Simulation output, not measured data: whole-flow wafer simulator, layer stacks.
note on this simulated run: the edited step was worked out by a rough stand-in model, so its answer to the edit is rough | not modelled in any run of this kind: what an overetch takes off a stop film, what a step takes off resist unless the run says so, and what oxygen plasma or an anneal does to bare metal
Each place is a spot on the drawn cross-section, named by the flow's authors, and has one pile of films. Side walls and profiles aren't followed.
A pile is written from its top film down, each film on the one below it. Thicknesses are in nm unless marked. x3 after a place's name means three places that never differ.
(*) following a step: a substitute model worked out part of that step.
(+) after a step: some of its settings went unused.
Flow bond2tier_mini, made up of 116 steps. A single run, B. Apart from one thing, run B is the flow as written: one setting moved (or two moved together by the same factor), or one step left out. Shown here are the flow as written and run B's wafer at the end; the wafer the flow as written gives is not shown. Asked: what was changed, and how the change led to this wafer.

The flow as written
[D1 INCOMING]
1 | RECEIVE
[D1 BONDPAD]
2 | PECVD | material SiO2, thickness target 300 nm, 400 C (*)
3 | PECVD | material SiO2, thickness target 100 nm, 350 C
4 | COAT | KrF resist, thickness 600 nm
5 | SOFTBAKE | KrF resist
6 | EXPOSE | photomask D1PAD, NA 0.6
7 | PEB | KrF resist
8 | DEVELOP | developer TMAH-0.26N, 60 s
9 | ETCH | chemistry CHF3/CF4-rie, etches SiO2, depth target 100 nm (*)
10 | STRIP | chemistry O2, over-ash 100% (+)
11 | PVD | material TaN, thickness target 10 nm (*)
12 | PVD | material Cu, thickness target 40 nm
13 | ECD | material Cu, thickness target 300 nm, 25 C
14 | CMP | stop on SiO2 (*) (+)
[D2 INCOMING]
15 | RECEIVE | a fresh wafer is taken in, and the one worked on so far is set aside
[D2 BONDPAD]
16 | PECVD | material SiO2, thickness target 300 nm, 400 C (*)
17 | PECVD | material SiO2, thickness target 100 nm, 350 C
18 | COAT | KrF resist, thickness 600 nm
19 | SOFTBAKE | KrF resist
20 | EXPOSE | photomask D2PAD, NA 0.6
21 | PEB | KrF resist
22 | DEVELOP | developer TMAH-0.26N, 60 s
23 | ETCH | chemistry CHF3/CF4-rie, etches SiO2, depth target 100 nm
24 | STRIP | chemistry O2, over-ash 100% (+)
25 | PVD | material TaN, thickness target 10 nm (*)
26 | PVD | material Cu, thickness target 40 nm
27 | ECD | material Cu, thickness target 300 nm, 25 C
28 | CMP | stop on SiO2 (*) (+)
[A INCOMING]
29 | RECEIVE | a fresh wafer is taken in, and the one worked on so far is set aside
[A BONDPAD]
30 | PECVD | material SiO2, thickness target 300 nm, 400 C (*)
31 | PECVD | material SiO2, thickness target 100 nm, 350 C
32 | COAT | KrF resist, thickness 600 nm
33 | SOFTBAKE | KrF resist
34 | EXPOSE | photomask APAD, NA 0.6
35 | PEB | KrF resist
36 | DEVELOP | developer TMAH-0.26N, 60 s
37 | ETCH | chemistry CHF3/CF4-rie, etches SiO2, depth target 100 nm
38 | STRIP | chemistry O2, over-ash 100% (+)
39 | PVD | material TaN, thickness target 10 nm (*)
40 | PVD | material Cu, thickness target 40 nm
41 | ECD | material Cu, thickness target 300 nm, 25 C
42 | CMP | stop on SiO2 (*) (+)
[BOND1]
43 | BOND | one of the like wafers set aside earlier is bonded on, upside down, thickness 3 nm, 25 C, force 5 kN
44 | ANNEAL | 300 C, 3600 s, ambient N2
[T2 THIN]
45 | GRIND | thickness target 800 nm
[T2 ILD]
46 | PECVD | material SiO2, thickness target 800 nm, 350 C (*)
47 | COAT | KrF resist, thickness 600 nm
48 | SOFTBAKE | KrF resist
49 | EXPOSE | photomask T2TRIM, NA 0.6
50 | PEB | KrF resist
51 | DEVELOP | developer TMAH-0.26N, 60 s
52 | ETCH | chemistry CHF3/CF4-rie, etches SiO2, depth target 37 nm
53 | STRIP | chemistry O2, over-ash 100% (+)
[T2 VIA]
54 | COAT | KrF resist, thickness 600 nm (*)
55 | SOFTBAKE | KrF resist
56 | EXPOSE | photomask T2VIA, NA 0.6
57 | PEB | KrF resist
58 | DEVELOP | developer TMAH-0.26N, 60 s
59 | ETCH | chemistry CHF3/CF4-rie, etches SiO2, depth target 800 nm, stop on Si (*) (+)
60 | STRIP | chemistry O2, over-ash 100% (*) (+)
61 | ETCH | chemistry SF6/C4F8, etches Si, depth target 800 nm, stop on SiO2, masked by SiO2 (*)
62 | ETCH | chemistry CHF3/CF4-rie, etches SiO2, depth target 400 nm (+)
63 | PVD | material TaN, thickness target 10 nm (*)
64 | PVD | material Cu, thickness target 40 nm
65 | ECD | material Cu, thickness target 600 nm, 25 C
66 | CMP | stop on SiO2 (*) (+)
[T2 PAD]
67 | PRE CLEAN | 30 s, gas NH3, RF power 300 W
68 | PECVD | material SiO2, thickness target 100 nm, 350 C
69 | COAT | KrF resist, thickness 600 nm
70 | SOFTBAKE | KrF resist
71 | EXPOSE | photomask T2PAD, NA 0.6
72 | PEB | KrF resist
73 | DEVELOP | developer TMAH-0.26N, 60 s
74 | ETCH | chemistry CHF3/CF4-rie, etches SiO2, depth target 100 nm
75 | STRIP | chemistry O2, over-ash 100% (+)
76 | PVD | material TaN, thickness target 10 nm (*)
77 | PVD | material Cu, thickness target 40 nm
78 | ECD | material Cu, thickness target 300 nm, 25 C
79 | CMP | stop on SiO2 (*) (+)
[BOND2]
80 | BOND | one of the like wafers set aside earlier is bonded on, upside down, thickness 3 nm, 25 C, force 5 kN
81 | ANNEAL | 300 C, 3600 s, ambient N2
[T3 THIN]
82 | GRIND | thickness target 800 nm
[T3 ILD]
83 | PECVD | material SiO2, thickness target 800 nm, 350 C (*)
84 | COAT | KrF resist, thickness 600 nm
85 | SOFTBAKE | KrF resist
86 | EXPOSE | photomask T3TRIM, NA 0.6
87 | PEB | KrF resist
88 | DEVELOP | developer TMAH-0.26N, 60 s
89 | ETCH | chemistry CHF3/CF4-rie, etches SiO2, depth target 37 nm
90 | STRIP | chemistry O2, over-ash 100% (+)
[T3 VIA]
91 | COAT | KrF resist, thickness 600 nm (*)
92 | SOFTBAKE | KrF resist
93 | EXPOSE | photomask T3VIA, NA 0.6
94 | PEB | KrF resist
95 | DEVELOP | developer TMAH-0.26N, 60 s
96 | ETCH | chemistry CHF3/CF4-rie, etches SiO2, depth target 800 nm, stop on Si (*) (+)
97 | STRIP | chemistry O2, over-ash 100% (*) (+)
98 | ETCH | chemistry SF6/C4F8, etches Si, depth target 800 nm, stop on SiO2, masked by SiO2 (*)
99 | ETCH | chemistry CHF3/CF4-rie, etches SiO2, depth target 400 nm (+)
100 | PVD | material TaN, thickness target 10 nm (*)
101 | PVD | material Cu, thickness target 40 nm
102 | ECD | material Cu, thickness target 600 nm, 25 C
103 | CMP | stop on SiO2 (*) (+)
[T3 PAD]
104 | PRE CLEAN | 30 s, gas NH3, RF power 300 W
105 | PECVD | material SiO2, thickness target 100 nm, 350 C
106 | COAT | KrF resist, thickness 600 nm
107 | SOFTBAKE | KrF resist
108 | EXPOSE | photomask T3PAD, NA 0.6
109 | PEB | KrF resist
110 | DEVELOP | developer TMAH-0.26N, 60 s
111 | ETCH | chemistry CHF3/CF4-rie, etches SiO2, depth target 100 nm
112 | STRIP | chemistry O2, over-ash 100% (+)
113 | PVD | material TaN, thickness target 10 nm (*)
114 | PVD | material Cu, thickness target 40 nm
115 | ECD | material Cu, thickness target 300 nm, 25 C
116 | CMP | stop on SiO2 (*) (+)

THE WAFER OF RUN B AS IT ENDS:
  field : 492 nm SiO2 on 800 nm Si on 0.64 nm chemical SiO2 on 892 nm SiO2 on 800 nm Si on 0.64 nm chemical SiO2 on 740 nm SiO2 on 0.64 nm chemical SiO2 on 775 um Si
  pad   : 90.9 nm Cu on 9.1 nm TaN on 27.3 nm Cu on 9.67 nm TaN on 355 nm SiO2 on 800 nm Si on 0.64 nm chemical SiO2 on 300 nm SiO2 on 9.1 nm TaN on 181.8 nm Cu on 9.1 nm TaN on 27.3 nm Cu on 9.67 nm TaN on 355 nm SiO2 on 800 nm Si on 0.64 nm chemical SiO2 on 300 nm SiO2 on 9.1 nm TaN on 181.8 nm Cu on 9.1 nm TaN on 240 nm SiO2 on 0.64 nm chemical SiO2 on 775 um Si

What caused this: step 30, PECVD: thickness target 240 nm was run, while the flow as written has thickness target 300 nm.
The wafer itself shows it: pad has SiO2 240, and step 30 as written asks for 300 nm.

The path from the change to this, step by step:
  30 | PECVD | material SiO2, thickness target 300 nm, 400 C (*)
      field, pad, via: +240 SiO2 (new film) (it would be, as written: +300 SiO2 (new film))
